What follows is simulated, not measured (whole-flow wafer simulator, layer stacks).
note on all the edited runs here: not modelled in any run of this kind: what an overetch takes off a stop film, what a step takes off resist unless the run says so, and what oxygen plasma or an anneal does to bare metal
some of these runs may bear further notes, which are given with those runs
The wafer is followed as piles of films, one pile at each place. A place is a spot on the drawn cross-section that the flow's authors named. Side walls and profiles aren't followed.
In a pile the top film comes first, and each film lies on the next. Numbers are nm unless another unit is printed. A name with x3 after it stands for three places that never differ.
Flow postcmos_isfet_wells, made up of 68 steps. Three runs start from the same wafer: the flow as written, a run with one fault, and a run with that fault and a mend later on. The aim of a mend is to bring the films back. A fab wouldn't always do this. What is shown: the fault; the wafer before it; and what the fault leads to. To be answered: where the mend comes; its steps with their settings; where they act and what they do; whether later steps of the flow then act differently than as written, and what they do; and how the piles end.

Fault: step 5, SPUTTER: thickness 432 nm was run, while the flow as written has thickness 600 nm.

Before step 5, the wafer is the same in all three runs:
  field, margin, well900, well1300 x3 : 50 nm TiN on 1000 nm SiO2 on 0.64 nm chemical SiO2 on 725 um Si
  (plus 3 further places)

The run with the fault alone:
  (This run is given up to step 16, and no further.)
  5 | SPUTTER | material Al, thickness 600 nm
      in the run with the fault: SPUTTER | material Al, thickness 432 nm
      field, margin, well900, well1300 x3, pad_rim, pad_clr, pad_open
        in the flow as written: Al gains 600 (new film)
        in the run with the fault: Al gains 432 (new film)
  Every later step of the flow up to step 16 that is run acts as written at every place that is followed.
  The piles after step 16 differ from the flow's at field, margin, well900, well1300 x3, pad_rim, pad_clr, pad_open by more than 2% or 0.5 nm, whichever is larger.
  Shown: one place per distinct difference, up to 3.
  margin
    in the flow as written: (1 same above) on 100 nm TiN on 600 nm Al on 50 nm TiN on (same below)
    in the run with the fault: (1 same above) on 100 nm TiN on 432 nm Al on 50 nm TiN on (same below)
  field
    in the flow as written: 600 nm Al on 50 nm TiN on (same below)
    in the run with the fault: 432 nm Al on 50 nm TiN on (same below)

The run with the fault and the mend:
  After step 5 comes the mend.
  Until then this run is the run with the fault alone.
  5a | ETCH | chemistry al pan, depth target 496.8 nm
      field, margin, well900, well1300 x3, pad_rim, pad_clr, pad_open
        Al loses 432 (all of it)
  5b | SPUTTER | material Al, thickness 600 nm (the flow's step 5, run once more)
      field, margin, well900, well1300 x3, pad_rim, pad_clr, pad_open
        Al gains 600 (new film)
  Every later step of the flow that is run acts as written at every place that is followed.
  At every place that both follow, the piles at the end match the flow's.
